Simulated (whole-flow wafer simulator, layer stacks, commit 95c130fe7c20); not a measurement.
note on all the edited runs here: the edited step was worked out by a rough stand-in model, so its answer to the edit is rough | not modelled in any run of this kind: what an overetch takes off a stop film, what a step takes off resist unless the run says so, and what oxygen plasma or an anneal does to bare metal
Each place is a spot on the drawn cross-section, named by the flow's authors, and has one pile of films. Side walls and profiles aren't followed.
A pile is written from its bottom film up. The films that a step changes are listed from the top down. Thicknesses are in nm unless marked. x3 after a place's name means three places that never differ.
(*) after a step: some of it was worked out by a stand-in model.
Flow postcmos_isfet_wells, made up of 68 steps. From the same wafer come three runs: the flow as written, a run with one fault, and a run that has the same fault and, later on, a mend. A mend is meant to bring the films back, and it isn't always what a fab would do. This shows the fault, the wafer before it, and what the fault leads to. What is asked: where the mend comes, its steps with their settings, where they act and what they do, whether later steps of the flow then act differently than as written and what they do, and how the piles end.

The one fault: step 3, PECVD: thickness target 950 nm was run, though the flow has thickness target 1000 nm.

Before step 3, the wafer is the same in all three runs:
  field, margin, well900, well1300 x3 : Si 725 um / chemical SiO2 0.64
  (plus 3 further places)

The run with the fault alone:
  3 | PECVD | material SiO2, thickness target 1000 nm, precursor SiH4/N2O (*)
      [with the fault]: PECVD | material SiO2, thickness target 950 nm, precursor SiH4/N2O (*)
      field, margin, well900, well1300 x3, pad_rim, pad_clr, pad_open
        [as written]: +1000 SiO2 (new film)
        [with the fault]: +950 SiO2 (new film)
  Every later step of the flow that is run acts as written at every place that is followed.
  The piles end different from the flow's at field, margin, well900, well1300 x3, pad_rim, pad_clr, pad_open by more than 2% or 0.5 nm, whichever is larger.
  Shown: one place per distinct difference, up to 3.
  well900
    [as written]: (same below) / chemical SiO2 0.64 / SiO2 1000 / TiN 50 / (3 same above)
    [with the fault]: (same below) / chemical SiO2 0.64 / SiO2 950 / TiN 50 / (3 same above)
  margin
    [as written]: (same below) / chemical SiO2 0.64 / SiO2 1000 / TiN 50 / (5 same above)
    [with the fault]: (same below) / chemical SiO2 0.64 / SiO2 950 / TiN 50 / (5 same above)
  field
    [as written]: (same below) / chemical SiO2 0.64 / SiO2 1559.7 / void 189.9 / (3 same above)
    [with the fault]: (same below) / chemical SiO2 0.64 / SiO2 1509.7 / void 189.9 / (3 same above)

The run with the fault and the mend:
  After step 3 comes the mend.
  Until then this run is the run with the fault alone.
  3a | PECVD | material SiO2, thickness target 50 nm, precursor SiH4/N2O (*) (a further turn of the flow's step 3, with different settings)
      field, margin, well900, well1300 x3, pad_rim, pad_clr, pad_open
        +50 SiO2
  Every later step of the flow that is run acts as written at every place that is followed.
  By the end, the piles equal the flow's at every place that both follow.
